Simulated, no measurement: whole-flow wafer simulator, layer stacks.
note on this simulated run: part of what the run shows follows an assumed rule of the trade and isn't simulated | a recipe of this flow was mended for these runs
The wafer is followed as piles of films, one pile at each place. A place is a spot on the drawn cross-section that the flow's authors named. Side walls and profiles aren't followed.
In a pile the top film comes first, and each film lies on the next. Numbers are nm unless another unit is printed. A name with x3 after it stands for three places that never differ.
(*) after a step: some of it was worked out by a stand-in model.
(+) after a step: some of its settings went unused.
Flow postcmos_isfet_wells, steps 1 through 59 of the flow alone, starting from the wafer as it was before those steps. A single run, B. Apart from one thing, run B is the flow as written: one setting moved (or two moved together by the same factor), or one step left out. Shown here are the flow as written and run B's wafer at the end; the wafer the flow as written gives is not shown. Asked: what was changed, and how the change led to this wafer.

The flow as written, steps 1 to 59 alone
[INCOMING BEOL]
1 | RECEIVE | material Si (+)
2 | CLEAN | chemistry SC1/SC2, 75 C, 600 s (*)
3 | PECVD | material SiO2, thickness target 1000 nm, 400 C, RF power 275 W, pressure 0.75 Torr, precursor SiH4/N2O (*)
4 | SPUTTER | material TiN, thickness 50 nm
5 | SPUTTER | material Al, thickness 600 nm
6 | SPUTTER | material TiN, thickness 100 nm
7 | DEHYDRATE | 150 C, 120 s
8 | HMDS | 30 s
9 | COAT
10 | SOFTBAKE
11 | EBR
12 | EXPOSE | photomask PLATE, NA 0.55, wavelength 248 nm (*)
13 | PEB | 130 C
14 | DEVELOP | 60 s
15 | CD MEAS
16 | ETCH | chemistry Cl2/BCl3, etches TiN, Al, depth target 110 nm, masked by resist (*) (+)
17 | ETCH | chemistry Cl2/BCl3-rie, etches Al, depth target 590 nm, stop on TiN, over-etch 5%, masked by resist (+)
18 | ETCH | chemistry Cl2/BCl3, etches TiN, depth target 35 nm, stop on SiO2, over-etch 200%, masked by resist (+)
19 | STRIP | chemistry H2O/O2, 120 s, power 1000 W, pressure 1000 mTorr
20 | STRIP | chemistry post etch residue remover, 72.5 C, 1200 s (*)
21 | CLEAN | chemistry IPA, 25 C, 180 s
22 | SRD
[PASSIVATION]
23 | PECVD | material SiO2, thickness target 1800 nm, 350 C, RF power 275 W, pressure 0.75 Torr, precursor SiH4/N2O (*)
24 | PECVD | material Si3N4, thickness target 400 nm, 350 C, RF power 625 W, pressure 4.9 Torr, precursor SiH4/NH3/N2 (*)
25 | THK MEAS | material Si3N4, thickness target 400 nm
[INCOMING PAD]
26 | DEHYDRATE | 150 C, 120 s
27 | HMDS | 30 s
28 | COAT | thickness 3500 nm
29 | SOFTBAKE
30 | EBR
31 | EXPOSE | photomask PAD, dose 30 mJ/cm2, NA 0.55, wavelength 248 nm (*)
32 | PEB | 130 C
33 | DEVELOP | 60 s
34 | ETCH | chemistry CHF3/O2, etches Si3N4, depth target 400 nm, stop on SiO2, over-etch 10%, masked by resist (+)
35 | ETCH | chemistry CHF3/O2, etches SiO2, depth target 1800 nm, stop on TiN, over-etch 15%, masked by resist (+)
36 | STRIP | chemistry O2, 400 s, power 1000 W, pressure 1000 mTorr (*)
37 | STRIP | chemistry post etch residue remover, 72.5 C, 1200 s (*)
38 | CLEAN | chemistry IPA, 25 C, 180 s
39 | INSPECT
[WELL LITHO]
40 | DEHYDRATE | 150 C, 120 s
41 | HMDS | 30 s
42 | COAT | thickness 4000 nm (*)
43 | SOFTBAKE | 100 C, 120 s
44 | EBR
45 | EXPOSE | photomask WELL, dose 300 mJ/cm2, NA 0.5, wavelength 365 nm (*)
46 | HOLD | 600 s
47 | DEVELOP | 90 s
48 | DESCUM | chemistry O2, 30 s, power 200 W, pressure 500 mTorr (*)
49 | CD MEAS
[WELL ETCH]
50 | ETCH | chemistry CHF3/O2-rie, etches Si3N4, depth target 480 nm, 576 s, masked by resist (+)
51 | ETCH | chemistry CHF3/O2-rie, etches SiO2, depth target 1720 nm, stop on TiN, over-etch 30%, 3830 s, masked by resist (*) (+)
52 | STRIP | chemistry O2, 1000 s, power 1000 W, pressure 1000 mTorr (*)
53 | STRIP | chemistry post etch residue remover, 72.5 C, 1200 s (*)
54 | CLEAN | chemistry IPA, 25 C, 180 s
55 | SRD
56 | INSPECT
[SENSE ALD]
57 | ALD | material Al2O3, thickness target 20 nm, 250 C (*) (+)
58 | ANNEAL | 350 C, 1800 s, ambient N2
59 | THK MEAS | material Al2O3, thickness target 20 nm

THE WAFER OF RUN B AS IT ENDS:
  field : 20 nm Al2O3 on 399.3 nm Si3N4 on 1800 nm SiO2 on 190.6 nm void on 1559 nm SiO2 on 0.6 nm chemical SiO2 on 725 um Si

What caused this: step 18, ETCH: depth target 12 nm was run, while the flow as written has depth target 35 nm.

How this came from the change, step by step:
  18 | ETCH | chemistry Cl2/BCl3, etches TiN, depth target 35 nm, stop on SiO2, over-etch 200%, masked by resist (+)
      margin x2, well900 x4, pad_clr, pad_open: thick-KrF-resist loses 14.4 (it would be, as written: thick-KrF-resist loses 37.9)
      field: TiN loses 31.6 (all of it), SiO2 loses 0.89 (it would be, as written: TiN loses 31.6 (all of it), SiO2 loses 14.7)
  19 | STRIP | chemistry H2O/O2, 120 s, power 1000 W, pressure 1000 mTorr
      margin x2, well900 x4, pad_clr, pad_open: thick-KrF-resist loses 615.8 (all of it) (it would be, as written: thick-KrF-resist loses 592.4 (all of it))
  23 | PECVD | material SiO2, thickness target 1800 nm, 350 C, RF power 275 W, pressure 0.75 Torr, precursor SiH4/N2O (*)
      field: SiO2 gains 1800 (new film), void gains 190.6 (new film), SiO2 gains 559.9 (it would be, as written: SiO2 gains 1800 (new film), void gains 201.1 (new film), SiO2 gains 563.2)
